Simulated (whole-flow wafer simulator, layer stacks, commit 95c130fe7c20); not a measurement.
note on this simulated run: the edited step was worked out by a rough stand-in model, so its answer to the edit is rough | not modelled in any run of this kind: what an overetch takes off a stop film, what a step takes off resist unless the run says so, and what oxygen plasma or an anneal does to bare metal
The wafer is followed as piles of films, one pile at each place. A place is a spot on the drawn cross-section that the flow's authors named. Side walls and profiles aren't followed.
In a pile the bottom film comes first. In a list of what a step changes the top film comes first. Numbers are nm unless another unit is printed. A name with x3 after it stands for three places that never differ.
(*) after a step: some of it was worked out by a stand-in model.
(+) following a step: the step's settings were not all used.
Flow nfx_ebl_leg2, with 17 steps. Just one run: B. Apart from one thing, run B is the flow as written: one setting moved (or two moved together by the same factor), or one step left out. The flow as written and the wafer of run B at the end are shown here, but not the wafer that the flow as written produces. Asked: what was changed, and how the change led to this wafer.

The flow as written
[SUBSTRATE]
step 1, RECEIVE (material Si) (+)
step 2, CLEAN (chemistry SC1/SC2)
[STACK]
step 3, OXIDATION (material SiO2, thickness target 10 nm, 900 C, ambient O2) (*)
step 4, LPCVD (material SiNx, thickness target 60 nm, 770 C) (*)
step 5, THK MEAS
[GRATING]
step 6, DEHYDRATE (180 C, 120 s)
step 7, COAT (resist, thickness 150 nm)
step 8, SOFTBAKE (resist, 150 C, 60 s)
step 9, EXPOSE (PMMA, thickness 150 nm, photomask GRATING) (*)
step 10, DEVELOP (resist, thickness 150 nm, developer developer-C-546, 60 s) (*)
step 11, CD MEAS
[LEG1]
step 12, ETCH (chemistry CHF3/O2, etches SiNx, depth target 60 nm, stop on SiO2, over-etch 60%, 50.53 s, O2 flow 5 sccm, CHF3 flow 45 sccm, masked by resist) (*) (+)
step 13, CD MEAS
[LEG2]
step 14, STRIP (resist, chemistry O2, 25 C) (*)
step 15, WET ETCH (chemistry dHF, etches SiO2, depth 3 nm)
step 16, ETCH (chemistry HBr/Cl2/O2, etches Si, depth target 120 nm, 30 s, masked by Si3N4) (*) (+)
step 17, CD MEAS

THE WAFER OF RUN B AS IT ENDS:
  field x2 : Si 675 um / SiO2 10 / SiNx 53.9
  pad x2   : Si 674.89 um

Cause: step 16, ETCH: depth target 108 nm was run, though the flow has depth target 120 nm; step 16, ETCH: 27 s was run, where the flow has 30 s.

How this came from the change, step by step:
  step 16, ETCH (chemistry HBr/Cl2/O2, etches Si, depth target 120 nm, 30 s, masked by Si3N4) (*) (+)
      field x2: -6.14 SiNx (it would be, as written: -6.82 SiNx)
      pad x2: -108 Si (it would be, as written: -120 Si)
